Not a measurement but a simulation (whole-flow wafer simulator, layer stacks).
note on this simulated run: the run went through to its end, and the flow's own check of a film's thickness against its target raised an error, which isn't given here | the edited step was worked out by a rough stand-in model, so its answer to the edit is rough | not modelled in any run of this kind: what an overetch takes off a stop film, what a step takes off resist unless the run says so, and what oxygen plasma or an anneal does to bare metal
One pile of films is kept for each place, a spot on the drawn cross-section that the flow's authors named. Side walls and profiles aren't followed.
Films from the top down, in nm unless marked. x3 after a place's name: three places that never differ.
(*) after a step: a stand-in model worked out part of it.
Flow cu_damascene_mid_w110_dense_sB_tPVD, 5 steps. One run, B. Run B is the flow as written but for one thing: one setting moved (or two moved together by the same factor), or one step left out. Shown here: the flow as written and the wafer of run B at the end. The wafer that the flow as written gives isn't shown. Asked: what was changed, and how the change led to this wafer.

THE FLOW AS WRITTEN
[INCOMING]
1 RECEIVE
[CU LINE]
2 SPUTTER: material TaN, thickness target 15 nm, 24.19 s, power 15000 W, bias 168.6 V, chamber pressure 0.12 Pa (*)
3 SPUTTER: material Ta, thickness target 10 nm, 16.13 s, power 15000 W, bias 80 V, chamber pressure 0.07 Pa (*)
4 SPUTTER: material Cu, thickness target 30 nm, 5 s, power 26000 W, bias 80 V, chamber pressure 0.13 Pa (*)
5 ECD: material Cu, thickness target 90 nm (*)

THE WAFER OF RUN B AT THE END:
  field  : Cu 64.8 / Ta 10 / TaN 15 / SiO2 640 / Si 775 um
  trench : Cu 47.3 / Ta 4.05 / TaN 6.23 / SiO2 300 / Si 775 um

The cause: step 5, ECD: thickness target 34.8 nm was run, where the flow has thickness target 90 nm.

How the change led to this, step by step:
  5 ECD: material Cu, thickness target 90 nm (*)
      field: Cu +34.8 (as written it would be: Cu +90)
      trench: Cu +34.8 (as written it would be: Cu +462.2)
